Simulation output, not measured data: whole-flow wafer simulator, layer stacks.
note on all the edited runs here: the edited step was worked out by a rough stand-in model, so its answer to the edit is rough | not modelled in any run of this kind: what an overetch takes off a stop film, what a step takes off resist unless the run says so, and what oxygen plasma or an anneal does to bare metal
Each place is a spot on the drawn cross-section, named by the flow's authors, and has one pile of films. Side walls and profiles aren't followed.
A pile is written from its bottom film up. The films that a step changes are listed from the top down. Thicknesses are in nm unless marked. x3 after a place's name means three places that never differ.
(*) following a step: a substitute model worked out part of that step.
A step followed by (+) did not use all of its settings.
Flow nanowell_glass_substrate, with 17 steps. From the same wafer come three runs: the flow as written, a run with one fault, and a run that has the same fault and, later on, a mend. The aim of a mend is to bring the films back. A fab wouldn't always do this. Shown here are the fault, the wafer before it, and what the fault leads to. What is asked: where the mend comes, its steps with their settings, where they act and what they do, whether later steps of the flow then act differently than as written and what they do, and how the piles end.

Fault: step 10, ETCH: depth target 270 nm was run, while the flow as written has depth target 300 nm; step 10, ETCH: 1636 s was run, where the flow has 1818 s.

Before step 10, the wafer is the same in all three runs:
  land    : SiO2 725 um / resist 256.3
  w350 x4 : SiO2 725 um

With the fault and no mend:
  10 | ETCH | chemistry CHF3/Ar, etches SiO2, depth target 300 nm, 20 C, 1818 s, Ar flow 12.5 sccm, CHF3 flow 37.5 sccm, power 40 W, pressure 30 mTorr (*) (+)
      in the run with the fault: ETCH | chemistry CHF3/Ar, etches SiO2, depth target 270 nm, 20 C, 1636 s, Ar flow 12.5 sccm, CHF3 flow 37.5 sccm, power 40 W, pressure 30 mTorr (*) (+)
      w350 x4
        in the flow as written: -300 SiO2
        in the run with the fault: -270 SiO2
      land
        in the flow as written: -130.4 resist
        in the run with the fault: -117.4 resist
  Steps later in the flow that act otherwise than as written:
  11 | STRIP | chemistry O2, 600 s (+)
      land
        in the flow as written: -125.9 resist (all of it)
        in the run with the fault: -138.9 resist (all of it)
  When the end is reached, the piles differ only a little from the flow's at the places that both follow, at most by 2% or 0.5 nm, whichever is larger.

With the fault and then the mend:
  After step 10 comes the mend.
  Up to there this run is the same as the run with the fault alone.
  10a | ETCH | chemistry CHF3/Ar, etches SiO2, depth target 30 nm, 20 C, 181.8 s, Ar flow 12.5 sccm, CHF3 flow 37.5 sccm, power 40 W, pressure 30 mTorr (*) (+) (the flow's step 10 again, with other settings)
      w350 x4
        -30 SiO2
      land
        -13 resist
  Every later step of the flow that is run acts as written at every place that is followed.
  At every place that both follow, the piles at the end match the flow's.
